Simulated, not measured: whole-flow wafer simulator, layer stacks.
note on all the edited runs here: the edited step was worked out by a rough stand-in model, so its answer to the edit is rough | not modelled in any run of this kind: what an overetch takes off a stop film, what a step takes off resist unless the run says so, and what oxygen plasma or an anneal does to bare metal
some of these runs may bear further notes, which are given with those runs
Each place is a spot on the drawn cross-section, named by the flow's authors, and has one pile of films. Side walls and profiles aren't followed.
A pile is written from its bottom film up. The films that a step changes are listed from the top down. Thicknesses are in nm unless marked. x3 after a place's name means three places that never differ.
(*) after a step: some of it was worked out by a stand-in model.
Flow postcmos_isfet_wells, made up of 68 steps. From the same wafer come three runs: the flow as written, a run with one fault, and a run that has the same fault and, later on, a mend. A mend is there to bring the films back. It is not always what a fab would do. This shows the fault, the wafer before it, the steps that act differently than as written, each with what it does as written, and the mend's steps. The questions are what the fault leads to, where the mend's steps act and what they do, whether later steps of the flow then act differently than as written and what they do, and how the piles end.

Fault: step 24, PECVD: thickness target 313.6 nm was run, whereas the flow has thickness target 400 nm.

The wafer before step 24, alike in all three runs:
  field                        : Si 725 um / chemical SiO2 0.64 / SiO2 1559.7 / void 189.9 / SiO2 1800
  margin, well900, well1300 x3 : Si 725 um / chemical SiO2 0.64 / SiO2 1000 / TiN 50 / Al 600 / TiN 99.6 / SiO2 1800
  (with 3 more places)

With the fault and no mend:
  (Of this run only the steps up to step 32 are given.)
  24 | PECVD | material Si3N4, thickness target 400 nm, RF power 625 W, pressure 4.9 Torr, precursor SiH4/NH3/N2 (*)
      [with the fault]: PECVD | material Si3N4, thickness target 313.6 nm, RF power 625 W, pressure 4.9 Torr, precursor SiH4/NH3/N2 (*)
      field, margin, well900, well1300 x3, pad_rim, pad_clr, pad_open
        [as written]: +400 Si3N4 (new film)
        [with the fault]: +313.6 Si3N4 (new film)
  None of the later steps of the flow up to step 32 acts differently than as written at any place that is followed.
  Once step 32 is done, the piles at field, margin, well900, well1300 x3, pad_rim, pad_clr, pad_open depart from the flow's by more than 2% or 0.5 nm, whichever is larger.
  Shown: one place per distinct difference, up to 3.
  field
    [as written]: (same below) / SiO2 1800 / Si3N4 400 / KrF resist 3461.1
    [with the fault]: (same below) / SiO2 1800 / Si3N4 313.6 / KrF resist 3461.1
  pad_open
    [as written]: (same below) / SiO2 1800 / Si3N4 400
    [with the fault]: (same below) / SiO2 1800 / Si3N4 313.6

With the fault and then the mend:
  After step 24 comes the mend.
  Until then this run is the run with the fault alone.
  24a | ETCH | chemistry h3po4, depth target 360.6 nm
      field, margin, well900, well1300 x3, pad_rim, pad_clr, pad_open
        -313.6 Si3N4 (all of it)
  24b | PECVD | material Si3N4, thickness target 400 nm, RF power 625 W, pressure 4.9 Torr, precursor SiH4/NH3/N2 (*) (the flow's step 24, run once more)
      field, margin, well900, well1300 x3, pad_rim, pad_clr, pad_open
        +400 Si3N4 (new film)
  None of the later steps of the flow acts differently than as written at any place that is followed.
  By the end, the piles equal the flow's at every place that both follow.
